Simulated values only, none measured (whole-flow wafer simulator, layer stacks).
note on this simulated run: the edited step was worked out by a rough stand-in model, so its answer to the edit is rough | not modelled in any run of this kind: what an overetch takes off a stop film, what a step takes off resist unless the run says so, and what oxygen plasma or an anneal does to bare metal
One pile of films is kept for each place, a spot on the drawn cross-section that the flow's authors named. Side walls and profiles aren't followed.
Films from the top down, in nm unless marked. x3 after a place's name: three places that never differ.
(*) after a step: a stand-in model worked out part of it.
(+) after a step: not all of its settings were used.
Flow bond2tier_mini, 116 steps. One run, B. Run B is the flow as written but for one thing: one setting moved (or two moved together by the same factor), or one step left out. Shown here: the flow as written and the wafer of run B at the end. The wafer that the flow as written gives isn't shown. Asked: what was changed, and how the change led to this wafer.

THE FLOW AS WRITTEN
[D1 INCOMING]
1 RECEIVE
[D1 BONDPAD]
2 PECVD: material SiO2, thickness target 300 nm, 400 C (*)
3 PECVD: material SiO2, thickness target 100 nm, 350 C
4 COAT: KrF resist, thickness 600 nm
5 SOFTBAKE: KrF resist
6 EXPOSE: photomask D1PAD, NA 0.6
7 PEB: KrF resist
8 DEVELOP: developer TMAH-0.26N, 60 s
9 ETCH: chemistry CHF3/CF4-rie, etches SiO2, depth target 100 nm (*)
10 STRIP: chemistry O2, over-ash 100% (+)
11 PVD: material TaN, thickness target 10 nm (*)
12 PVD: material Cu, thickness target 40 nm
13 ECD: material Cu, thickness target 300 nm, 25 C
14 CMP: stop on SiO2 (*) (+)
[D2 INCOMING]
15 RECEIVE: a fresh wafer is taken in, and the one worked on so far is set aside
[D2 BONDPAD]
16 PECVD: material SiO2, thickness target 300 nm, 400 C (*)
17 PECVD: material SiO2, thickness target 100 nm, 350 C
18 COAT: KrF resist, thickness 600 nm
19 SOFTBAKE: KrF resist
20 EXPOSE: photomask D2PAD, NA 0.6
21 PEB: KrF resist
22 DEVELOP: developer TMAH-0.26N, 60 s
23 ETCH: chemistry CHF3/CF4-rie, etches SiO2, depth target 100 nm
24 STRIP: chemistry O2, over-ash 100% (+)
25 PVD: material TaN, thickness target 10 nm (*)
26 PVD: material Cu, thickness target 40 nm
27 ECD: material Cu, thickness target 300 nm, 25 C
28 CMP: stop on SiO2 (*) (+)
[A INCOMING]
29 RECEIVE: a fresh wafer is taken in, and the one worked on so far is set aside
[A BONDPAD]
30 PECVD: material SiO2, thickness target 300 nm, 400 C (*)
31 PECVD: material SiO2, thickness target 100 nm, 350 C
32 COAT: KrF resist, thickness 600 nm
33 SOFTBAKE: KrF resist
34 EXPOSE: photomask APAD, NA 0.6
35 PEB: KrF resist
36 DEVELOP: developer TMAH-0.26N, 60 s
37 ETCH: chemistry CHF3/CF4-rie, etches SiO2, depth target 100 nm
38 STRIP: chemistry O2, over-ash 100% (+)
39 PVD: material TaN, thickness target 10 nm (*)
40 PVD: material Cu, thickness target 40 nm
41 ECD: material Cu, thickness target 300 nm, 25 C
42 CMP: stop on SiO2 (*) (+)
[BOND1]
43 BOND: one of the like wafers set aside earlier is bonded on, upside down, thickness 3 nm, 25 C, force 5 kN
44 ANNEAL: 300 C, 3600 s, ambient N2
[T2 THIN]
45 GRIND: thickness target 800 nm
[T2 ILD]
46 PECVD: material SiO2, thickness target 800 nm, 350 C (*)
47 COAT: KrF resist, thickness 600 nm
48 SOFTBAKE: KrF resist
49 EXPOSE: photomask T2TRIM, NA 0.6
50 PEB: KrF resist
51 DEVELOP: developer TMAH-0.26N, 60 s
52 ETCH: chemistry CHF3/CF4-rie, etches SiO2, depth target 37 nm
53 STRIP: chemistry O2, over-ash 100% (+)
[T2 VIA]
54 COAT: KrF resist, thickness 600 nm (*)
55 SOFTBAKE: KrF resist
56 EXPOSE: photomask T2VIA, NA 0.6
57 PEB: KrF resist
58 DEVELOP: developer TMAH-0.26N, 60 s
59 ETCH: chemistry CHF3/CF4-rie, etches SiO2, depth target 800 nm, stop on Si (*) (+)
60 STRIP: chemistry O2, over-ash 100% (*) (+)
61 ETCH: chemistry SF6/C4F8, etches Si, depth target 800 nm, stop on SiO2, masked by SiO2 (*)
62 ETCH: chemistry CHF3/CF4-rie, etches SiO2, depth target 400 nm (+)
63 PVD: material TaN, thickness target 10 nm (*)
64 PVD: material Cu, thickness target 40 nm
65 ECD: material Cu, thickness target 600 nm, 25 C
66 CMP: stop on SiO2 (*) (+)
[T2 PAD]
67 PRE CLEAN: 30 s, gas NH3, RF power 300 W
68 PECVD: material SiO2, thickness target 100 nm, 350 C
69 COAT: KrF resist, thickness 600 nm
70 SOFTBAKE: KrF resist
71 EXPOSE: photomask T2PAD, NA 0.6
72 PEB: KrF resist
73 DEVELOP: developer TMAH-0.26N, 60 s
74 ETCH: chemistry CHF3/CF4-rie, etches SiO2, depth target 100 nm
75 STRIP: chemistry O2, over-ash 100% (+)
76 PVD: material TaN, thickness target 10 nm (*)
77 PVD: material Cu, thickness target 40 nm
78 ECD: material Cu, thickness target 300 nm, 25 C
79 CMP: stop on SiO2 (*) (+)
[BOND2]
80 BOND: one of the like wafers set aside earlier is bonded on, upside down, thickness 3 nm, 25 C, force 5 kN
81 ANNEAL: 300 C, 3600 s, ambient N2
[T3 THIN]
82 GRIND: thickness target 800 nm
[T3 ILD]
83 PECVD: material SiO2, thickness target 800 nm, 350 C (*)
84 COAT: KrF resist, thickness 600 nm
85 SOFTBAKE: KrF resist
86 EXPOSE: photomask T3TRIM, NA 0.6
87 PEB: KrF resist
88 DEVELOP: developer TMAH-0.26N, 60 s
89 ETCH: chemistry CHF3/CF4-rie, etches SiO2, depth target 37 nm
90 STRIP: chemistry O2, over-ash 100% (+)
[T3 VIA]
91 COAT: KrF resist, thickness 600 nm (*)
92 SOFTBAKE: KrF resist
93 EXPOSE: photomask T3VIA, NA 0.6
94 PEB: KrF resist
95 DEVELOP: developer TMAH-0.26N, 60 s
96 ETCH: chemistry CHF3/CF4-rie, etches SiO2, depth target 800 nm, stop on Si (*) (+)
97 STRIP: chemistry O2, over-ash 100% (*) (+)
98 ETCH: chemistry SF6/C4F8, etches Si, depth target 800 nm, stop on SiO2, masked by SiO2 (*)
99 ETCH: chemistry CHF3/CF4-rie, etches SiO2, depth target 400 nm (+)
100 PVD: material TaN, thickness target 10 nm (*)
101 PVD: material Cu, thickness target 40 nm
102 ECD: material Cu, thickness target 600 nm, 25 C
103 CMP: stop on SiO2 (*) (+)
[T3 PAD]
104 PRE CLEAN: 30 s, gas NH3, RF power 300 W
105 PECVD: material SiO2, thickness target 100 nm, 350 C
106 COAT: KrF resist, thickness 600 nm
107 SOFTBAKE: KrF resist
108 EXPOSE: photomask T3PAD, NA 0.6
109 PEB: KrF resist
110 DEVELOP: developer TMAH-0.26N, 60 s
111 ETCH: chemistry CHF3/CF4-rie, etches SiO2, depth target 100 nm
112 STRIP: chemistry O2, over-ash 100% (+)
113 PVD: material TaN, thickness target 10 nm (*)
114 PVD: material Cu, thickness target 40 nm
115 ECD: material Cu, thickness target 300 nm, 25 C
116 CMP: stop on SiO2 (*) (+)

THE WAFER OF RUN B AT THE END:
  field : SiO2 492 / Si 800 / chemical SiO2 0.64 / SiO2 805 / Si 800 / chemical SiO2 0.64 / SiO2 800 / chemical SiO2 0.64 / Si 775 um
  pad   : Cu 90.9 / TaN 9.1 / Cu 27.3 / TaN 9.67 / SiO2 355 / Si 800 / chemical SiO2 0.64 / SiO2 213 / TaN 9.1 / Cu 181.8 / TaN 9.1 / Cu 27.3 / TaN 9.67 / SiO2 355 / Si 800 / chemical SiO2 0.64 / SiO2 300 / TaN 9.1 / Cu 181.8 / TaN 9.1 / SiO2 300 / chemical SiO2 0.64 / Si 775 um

The cause: step 16, PECVD: thickness target 213 nm was run, where the flow has thickness target 300 nm.
It can be read off the wafer: pad has SiO2 213, and step 16 as written asks for 300 nm.

How the change led to this, step by step:
  16 PECVD: material SiO2, thickness target 300 nm, 400 C (*)
      field, pad, via: SiO2 +213 (new film) (as written it would be: SiO2 +300 (new film))
  80 BOND: one of the like wafers set aside earlier is bonded on, upside down, thickness 3 nm, 25 C, force 5 kN
      field: Si +775 um (new film), chemical SiO2 +0.64 (new film), SiO2 +313 (as written it would be: Si +775 um (new film), chemical SiO2 +0.64 (new film), SiO2 +400)
      pad: Si +775 um (new film), chemical SiO2 +0.64 (new film), SiO2 +213 (new film), TaN +9.1 (new film), Cu +90.9 (as written it would be: Si +775 um (new film), chemical SiO2 +0.64 (new film), SiO2 +300 (new film), TaN +9.1 (new film), Cu +90.9)
